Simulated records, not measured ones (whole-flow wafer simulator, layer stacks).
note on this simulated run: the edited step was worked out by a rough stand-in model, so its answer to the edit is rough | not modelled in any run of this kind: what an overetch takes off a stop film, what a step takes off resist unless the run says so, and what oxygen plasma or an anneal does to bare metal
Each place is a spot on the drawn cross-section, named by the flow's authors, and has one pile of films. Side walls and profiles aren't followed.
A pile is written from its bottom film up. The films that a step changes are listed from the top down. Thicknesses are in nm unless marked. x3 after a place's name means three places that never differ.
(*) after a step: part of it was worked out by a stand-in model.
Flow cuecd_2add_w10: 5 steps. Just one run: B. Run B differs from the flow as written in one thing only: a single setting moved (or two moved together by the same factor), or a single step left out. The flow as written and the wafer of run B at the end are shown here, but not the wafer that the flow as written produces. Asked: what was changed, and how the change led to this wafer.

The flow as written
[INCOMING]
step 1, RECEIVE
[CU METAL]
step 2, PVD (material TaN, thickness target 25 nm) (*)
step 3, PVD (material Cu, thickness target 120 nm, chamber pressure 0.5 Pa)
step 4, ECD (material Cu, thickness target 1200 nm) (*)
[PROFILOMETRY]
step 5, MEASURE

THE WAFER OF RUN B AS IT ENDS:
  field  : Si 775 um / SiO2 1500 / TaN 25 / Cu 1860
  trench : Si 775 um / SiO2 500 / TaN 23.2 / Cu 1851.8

The reason: step 4, ECD: thickness target 1740 nm was run, whereas the flow has thickness target 1200 nm.

Step by step, how the change led to this:
  step 4, ECD (material Cu, thickness target 1200 nm) (*)
      field, trench: +1740 Cu (as written it would have been: +1200 Cu)
